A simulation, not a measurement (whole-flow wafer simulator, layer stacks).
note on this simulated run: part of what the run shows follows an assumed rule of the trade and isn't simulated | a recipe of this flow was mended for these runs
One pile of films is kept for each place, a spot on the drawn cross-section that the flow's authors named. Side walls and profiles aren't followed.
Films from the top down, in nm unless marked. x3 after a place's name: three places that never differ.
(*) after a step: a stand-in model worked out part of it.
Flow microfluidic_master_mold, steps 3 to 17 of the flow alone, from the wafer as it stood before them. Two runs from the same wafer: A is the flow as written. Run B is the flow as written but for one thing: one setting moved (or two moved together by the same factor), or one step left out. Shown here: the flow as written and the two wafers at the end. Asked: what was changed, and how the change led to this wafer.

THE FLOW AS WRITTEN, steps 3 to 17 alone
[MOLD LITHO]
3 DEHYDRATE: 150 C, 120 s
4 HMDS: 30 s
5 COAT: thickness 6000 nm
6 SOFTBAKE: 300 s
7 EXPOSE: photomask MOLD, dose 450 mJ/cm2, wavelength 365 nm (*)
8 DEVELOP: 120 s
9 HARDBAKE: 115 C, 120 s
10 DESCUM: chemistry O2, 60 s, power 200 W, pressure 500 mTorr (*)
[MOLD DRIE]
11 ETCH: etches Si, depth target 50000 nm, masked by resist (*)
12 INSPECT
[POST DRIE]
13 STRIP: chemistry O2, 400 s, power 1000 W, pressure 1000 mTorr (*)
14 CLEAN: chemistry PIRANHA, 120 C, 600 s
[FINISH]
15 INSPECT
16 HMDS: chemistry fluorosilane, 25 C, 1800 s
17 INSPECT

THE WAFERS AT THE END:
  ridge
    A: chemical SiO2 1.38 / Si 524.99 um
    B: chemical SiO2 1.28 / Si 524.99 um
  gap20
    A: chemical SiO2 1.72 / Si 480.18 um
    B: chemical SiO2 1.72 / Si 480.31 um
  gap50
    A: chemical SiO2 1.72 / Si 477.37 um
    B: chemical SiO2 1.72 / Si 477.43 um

The cause: step 5, COAT: thickness 6900 nm was run, where the flow has thickness 6000 nm.

How the change led to this, step by step:
  5 COAT: thickness 6000 nm
      ridge, gap20, gap50, gap200 x2: A thick-i-line-resist +6000 (new film) | B thick-i-line-resist +6900 (new film)
  8 DEVELOP: 120 s
      gap20, gap50, gap200 x2: A thick-i-line-resist -6000 (all of it) | B thick-i-line-resist -6900 (all of it)
  9 HARDBAKE: 115 C, 120 s
      ridge: A thick-i-line-resist -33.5 | B thick-i-line-resist -41.1
  11 ETCH: etches Si, depth target 50000 nm, masked by resist (*)
      gap20: A chemical SiO2 -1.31 (all of it), Si -44.81 um | B chemical SiO2 -1.31 (all of it), Si -44.68 um
      gap50: A chemical SiO2 -1.31 (all of it), Si -47.62 um | B chemical SiO2 -1.31 (all of it), Si -47.56 um
  13 STRIP: chemistry O2, 400 s, power 1000 W, pressure 1000 mTorr (*)
      ridge: A thick-i-line-resist -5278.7 (all of it), chemical SiO2 +0.78, Si -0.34 | B thick-i-line-resist -6171.2 (all of it), chemical SiO2 +0.68, Si -0.3
